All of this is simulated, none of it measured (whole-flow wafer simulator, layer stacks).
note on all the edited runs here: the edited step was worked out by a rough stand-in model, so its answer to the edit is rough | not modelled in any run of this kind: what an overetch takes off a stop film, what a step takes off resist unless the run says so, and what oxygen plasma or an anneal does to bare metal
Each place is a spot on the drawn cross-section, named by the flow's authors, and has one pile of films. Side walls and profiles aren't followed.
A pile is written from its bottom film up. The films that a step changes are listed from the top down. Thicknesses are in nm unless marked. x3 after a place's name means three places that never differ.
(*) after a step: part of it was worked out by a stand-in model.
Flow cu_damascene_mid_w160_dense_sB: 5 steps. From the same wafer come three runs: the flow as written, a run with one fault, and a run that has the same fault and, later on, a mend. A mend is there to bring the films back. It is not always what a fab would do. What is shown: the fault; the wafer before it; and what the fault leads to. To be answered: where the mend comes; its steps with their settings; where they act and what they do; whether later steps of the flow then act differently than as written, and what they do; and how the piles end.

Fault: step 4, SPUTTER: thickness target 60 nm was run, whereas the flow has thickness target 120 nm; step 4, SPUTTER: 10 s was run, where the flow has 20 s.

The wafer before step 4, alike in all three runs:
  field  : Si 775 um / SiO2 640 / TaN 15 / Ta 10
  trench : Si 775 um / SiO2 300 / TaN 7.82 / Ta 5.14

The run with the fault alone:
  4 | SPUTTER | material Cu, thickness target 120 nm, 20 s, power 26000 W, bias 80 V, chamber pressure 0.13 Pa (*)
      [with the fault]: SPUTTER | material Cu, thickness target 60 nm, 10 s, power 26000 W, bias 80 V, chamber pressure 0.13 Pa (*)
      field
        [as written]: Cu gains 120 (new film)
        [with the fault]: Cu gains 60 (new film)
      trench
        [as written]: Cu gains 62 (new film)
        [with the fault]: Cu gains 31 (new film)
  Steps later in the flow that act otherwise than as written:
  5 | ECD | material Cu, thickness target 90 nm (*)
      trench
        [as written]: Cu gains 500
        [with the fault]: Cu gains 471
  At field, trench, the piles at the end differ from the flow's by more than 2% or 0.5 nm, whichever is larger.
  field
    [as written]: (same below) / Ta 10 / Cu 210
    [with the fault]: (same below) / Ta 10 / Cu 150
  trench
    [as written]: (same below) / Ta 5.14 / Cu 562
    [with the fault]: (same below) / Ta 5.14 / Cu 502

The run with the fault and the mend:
  The mend follows step 4.
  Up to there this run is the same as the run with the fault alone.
  4a | SPUTTER | material Cu, thickness target 60 nm, 10 s, power 26000 W, bias 80 V, chamber pressure 0.13 Pa (*) (a further turn of the flow's step 4, with different settings)
      field
        Cu gains 60
      trench
        Cu gains 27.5
  None of the later steps of the flow differs from how it acts as written, at any place that is followed, by more than 2% or 0.5 nm, whichever is larger.
  At every place that both follow, the piles at the end match the flow's.
